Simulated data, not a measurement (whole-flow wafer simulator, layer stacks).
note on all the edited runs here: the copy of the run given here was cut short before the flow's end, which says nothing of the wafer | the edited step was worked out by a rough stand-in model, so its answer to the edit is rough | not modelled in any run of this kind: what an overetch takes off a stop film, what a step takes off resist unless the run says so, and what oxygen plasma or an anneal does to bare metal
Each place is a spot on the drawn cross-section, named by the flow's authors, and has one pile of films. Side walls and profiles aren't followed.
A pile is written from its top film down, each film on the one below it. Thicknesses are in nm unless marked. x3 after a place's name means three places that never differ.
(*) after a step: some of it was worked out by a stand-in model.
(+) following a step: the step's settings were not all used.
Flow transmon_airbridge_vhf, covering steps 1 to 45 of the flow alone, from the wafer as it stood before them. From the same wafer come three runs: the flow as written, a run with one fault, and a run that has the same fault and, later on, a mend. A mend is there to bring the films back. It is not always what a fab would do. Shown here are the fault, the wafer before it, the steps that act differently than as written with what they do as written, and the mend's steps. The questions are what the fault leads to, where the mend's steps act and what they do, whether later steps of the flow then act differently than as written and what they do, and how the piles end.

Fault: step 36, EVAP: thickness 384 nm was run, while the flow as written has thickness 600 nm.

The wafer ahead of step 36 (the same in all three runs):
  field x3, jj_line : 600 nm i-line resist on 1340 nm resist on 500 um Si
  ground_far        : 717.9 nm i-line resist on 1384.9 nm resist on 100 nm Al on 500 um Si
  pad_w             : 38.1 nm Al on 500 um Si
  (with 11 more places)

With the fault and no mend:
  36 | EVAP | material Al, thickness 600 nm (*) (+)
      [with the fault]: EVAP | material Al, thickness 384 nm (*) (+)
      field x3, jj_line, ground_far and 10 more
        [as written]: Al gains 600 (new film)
        [with the fault]: Al gains 384 (new film)
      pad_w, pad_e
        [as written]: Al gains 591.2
        [with the fault]: Al gains 378.4
  Steps further on in the flow that do not act as written:
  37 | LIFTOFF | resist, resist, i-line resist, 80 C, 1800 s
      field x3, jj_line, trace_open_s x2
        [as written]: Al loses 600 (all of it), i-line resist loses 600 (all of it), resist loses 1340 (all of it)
        [with the fault]: Al loses 384 (all of it), i-line resist loses 600 (all of it), resist loses 1340 (all of it)
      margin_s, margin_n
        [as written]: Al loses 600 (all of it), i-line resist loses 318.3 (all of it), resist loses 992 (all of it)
        [with the fault]: Al loses 384 (all of it), i-line resist loses 318.3 (all of it), resist loses 992 (all of it)
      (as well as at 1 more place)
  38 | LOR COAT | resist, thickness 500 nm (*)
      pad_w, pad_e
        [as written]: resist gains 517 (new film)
        [with the fault]: resist gains 536.8 (new film)
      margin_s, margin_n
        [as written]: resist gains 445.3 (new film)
        [with the fault]: resist gains 425.9 (new film)
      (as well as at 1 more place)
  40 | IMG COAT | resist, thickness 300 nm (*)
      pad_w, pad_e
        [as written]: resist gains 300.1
        [with the fault]: resist gains 309.8
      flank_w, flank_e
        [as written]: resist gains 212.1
        [with the fault]: resist gains 219.5
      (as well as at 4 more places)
  By the end, the piles at pad_w, flank_w, gap_w and 7 more depart from the flow's by more than 2% or 0.5 nm, whichever is larger.
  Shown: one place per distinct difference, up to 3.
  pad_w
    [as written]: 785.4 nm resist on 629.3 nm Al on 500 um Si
    [with the fault]: 814.8 nm resist on 416.5 nm Al on 500 um Si
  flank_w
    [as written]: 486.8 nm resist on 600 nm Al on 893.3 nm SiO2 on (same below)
    [with the fault]: 499.3 nm resist on 384 nm Al on 893.3 nm SiO2 on (same below)
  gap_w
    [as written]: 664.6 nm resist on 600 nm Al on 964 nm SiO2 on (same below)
    [with the fault]: 680.6 nm resist on 384 nm Al on 964 nm SiO2 on (same below)

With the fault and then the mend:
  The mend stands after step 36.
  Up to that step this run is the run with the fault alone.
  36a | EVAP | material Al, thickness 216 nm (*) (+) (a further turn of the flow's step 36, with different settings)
      field x3, jj_line, ground_far and 10 more
        Al gains 216
      pad_w, pad_e
        Al gains 212.8
  Later steps of the flow that are run all act as written at every place that is followed, up to a difference of at most 2% or 0.5 nm, whichever is larger.
  The piles end only slightly different from the flow's at the places that both follow, by no more than 2% or 0.5 nm, whichever is larger.
